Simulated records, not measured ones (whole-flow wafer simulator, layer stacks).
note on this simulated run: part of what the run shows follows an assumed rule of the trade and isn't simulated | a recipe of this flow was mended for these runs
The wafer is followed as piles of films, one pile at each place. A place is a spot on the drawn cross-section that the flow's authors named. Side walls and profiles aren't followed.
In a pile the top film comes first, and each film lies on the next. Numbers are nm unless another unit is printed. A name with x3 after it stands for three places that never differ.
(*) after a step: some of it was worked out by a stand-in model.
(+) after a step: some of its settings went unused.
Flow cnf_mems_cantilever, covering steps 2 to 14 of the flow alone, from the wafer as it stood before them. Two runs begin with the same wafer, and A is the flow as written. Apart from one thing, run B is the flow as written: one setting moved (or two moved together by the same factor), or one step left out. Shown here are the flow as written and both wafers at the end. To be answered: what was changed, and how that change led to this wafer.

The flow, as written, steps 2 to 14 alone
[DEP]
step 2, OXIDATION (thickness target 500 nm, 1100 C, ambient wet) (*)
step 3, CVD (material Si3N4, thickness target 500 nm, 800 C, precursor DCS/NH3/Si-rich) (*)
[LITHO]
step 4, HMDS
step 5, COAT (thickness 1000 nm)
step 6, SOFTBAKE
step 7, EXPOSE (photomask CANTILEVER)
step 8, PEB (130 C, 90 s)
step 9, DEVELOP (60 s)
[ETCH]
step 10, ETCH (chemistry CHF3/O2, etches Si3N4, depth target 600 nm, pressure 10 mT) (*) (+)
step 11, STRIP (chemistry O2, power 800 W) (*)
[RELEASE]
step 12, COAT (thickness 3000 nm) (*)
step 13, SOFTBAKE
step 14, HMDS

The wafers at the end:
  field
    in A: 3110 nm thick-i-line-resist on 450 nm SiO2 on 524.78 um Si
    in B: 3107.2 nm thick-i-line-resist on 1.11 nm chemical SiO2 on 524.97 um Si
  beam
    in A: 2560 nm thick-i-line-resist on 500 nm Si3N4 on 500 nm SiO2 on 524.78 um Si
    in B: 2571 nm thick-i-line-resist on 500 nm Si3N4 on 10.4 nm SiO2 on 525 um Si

Cause: step 2, OXIDATION: 770 C was run, while the flow as written has 1100 C.

How this came from the change, step by step:
  step 2, OXIDATION (thickness target 500 nm, 1100 C, ambient wet) (*)
      field, beam: A +500 SiO2 (new film), -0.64 chemical SiO2 (all of it), -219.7 Si | B +10.4 SiO2 (new film), -0.64 chemical SiO2 (all of it), -4.3 Si
  step 10, ETCH (chemistry CHF3/O2, etches Si3N4, depth target 600 nm, pressure 10 mT) (*) (+)
      field: A -500 Si3N4 (all of it), -50 SiO2 | B -500 Si3N4 (all of it), -10.4 SiO2 (all of it), -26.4 Si
  step 11, STRIP (chemistry O2, power 800 W) (*)
      field: A nothing | B +1.11 chemical SiO2 (new film), -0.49 Si
  step 13, SOFTBAKE
      beam: A -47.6 thick-i-line-resist | B -46.2 thick-i-line-resist
